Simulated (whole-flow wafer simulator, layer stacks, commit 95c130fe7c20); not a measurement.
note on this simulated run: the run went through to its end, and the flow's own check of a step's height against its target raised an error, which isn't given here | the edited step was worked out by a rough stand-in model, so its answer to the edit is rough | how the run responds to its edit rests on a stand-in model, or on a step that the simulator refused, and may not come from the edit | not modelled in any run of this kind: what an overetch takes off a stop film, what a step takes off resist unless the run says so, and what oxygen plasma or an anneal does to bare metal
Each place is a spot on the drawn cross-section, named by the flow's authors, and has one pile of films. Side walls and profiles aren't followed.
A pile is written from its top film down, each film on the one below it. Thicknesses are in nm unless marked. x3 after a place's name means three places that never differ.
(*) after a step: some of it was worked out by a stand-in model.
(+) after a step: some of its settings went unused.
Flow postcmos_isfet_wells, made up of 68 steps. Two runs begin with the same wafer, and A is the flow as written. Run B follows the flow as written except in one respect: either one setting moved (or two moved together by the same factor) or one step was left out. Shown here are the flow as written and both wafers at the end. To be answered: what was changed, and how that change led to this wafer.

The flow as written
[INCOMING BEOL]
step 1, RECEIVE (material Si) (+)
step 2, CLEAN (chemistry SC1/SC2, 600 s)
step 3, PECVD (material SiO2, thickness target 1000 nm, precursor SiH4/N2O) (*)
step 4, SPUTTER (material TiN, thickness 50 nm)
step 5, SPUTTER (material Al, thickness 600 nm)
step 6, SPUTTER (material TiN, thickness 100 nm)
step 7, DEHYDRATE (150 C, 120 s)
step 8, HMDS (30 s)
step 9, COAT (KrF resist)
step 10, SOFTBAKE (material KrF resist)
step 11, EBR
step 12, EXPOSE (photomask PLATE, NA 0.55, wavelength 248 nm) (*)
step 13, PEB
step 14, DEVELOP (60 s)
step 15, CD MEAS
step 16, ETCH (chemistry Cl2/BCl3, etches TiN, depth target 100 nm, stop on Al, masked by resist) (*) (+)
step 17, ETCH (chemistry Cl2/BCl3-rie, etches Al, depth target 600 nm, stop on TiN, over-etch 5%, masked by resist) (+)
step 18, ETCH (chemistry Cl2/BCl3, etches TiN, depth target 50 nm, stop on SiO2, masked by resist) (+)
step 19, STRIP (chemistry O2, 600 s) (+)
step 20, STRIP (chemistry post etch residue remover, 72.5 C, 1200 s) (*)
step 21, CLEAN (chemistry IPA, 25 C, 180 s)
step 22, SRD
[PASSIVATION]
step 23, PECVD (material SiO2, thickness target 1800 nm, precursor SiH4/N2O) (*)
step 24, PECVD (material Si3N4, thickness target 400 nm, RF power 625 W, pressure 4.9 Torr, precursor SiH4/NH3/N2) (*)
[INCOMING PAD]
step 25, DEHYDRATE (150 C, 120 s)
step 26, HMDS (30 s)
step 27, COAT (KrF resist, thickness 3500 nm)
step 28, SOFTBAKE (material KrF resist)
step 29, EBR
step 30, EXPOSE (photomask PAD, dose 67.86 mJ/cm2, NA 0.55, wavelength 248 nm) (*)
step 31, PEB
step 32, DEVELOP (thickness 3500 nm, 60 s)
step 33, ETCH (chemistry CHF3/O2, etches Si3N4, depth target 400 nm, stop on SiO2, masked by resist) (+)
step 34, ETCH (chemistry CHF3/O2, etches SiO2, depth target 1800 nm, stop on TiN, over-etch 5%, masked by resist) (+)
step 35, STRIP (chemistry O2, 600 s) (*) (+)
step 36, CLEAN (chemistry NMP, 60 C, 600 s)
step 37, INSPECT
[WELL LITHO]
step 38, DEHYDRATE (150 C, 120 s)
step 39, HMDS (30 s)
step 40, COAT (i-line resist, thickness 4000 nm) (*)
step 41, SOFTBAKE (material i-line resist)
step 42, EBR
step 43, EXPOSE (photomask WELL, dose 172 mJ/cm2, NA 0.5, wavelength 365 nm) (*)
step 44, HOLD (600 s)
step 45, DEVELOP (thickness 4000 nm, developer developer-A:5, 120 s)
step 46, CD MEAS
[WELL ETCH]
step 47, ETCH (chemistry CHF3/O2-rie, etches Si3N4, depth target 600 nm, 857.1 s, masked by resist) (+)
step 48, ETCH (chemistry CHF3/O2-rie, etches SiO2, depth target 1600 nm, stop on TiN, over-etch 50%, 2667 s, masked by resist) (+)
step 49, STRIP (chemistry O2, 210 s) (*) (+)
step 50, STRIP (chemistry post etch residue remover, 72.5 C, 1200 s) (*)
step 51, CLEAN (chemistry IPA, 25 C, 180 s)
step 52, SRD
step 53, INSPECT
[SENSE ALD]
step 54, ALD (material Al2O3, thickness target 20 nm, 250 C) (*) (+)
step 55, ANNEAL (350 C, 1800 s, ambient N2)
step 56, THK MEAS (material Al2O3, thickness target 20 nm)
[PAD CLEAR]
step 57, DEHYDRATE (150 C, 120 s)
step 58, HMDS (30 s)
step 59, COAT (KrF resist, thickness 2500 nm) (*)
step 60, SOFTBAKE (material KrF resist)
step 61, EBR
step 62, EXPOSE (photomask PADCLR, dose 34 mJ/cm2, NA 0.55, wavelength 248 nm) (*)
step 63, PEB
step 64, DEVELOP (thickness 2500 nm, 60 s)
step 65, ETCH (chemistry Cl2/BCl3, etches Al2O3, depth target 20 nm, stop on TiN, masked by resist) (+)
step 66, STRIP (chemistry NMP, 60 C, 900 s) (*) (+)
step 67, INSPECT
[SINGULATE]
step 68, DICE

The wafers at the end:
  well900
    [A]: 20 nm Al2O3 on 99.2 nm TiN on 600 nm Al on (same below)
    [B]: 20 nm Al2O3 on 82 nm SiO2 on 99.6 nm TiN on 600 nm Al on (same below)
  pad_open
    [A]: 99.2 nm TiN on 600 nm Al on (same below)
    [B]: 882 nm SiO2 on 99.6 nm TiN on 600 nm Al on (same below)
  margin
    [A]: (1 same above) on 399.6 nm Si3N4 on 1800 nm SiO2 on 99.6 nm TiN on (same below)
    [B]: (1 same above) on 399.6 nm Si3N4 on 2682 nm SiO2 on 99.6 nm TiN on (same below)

The reason: step 23, PECVD: thickness target 2682 nm was run, while the flow as written has thickness target 1800 nm.
The wafer lets one read it off: margin has SiO2 2682, and step 23 as written asks for 1800 nm.

How this came from the change, step by step:
  step 23, PECVD (material SiO2, thickness target 1800 nm, precursor SiH4/N2O) (*)
      margin, well900, well1300 x3, pad_rim, pad_clr, pad_open: A +1800 SiO2 (new film) | B +2682 SiO2 (new film)
      field: A +1800 SiO2 (new film), +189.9 void (new film), +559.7 SiO2 | B +2682 SiO2 (new film), +189.8 void (new film), +559.8 SiO2
  step 34, ETCH (chemistry CHF3/O2, etches SiO2, depth target 1800 nm, stop on TiN, over-etch 5%, masked by resist) (+)
      pad_open: A -1800 SiO2 (all of it) | B -1800 SiO2
  step 48, ETCH (chemistry CHF3/O2-rie, etches SiO2, depth target 1600 nm, stop on TiN, over-etch 50%, 2667 s, masked by resist) (+)
      well900, well1300 x3: A -1600 SiO2 (all of it) | B -2400 SiO2
  step 59, COAT (KrF resist, thickness 2500 nm) (*)
      field: A +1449 KrF resist (new film) | B +1067 KrF resist (new film)
      margin: A +1448.9 KrF resist (new film) | B +1066.9 KrF resist (new film)
  step 63, PEB
      field, margin: A -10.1 KrF resist | B -7.38 KrF resist
  step 66, STRIP (chemistry NMP, 60 C, 900 s) (*) (+)
      field: A -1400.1 KrF resist (all of it) | B -1020.9 KrF resist (all of it)
      margin: A -1400.1 KrF resist (all of it) | B -1020.8 KrF resist (all of it)
